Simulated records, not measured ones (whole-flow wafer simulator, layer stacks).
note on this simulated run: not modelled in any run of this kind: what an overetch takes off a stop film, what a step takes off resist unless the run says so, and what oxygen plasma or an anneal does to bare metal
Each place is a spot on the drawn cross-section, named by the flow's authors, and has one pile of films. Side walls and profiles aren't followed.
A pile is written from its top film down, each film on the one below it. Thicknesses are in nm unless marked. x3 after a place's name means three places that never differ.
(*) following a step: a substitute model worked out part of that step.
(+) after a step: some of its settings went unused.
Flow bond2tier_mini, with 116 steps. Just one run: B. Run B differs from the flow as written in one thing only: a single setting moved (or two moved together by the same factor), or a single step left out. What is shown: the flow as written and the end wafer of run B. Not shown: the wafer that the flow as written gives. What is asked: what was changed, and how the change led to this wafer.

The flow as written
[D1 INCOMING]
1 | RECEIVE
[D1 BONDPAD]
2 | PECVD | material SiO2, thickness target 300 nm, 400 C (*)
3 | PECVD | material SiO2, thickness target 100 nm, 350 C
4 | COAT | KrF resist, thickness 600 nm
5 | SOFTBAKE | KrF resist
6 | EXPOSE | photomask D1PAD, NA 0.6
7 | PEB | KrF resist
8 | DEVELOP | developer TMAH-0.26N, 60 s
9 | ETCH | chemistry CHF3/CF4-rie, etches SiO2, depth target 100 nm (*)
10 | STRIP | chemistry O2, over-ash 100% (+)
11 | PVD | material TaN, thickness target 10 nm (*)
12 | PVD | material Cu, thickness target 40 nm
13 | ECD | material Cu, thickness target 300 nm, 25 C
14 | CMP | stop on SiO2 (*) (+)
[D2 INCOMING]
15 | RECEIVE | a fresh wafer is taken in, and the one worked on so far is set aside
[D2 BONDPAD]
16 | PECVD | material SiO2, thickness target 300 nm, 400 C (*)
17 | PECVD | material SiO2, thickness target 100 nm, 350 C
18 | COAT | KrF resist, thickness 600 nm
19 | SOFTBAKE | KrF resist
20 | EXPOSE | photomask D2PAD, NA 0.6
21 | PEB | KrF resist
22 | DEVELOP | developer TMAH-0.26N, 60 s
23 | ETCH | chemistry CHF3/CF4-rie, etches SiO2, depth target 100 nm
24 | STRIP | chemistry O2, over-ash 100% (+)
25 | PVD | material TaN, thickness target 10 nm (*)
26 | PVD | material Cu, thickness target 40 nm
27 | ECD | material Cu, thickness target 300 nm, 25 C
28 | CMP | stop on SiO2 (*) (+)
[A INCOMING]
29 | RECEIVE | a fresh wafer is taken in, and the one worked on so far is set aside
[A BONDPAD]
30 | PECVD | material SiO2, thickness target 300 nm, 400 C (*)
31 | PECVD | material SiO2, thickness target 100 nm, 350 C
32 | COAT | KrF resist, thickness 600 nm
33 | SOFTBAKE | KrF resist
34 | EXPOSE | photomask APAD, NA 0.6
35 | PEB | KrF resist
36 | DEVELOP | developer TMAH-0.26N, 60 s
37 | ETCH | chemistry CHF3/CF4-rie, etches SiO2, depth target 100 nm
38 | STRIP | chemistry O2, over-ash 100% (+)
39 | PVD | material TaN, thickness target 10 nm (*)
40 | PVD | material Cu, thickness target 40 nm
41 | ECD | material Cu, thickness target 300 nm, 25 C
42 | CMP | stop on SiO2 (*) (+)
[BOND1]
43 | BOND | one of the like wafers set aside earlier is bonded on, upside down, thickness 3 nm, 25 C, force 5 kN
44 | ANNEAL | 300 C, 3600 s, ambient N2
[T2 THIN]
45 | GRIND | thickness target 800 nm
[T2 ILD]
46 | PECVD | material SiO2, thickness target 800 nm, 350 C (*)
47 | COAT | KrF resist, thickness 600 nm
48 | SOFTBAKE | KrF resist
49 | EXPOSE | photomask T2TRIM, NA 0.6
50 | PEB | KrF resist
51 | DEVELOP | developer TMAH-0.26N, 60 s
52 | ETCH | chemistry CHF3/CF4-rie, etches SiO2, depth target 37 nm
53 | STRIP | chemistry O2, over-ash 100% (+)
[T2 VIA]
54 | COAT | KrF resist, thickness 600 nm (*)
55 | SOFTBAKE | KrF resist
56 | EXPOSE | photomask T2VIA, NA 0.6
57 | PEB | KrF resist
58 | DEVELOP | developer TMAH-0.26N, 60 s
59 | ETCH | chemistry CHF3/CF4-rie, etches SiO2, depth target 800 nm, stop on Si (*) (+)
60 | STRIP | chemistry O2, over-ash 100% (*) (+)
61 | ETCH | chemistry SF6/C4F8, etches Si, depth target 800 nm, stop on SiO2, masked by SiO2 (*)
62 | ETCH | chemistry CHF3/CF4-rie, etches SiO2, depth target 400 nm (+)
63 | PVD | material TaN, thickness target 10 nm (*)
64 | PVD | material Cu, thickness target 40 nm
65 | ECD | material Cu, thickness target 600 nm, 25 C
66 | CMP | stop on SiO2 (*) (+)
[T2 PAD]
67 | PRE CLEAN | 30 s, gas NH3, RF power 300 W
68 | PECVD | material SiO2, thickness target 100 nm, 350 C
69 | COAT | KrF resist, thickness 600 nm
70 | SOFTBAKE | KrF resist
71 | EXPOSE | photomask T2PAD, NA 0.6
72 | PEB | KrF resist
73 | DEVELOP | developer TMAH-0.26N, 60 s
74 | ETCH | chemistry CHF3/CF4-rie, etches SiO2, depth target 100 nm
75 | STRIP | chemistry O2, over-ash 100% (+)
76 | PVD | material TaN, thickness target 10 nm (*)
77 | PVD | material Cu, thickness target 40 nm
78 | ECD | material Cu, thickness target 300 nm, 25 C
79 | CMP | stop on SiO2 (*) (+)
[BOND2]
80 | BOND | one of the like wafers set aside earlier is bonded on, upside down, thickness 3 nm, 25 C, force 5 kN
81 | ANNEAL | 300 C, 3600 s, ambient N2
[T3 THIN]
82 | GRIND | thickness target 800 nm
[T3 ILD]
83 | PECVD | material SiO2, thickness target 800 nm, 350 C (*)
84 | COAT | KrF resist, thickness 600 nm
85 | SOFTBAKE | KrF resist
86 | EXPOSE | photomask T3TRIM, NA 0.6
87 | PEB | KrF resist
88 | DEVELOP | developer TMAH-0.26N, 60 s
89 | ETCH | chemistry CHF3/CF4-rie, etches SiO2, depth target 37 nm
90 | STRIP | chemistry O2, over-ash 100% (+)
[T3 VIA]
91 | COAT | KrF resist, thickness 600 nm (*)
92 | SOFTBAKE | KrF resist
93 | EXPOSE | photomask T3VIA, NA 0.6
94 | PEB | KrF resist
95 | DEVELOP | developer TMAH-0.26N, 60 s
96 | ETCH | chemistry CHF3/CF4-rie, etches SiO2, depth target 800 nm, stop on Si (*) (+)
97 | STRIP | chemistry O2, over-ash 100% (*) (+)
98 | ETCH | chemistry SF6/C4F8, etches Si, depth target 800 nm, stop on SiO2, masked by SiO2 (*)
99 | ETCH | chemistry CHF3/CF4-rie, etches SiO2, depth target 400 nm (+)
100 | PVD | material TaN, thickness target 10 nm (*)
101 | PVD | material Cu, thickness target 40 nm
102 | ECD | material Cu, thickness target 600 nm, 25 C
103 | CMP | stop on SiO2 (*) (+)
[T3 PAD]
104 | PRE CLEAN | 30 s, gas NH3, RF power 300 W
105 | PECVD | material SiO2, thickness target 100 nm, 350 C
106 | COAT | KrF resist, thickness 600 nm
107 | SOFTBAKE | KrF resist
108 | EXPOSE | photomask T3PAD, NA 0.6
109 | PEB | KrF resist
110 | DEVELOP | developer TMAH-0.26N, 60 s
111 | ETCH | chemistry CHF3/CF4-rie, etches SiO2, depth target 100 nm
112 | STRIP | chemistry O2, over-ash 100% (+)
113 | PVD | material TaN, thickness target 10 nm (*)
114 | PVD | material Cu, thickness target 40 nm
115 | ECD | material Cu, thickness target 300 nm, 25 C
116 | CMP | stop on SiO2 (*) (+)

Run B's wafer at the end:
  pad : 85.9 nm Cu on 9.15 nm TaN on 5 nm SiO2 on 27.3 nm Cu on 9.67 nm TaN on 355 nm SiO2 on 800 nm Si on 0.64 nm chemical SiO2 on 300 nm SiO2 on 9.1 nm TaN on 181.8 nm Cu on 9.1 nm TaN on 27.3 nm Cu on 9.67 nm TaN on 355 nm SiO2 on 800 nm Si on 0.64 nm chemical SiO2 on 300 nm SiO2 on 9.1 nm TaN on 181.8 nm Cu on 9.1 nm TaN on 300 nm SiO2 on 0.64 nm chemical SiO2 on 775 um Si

Cause: step 111, ETCH: depth target 95 nm was run, though the flow has depth target 100 nm.

The path from the change to this, step by step:
  111 | ETCH | chemistry CHF3/CF4-rie, etches SiO2, depth target 100 nm
      pad: SiO2 loses 95 (in the flow as written it would be: SiO2 loses 100 (all of it))
      field: KrF resist loses 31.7 (in the flow as written it would be: KrF resist loses 33.3)
Taking metal films that touch as one body, pad has 4 bodies (between them, from the top down: SiO2 5; SiO2 355 / Si 800 / chemical SiO2 0.64 / SiO2 300; SiO2 355 / Si 800 / chemical SiO2 0.64 / SiO2 300); the flow as written gives 3 bodies (between them, from the top down: SiO2 355 / Si 800 / chemical SiO2 0.64 / SiO2 300; SiO2 355 / Si 800 / chemical SiO2 0.64 / SiO2 300).
